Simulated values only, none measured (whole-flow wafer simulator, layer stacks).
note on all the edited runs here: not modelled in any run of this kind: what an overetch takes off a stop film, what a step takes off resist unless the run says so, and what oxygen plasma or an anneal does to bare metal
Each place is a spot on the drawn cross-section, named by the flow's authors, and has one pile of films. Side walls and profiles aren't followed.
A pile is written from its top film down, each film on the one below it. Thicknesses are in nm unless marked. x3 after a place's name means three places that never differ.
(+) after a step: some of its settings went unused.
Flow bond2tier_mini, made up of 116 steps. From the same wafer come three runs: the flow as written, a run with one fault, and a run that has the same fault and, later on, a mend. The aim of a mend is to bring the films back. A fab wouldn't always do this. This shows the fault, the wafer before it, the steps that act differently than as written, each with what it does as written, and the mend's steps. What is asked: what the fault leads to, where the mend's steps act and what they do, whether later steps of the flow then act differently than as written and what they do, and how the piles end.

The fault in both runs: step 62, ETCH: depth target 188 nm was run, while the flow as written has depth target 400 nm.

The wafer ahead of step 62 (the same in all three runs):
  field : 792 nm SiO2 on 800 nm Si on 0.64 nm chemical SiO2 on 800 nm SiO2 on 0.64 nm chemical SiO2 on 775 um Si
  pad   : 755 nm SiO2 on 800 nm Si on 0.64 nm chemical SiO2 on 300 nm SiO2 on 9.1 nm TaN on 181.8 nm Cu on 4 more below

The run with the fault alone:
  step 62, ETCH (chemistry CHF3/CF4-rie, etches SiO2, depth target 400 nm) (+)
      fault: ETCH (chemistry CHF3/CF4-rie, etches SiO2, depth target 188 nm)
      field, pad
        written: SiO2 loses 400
        fault: SiO2 loses 188
  Every later step of the flow that is run acts as written at every place that is followed.
  By the end, the piles at field, pad depart from the flow's by more than 2% or 0.5 nm, whichever is larger.
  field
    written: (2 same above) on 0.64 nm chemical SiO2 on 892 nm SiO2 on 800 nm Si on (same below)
    fault: (2 same above) on 0.64 nm chemical SiO2 on 1104 nm SiO2 on 800 nm Si on (same below)
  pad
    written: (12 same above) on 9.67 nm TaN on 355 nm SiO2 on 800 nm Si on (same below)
    fault: (12 same above) on 9.67 nm TaN on 567 nm SiO2 on 800 nm Si on (same below)

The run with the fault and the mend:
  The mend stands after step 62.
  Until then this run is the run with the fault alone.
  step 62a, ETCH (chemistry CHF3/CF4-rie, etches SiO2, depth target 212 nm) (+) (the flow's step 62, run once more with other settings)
      field, pad
        SiO2 loses 212
  Every later step of the flow that is run acts as written at every place that is followed.
  At every place that both follow, the piles at the end match the flow's.
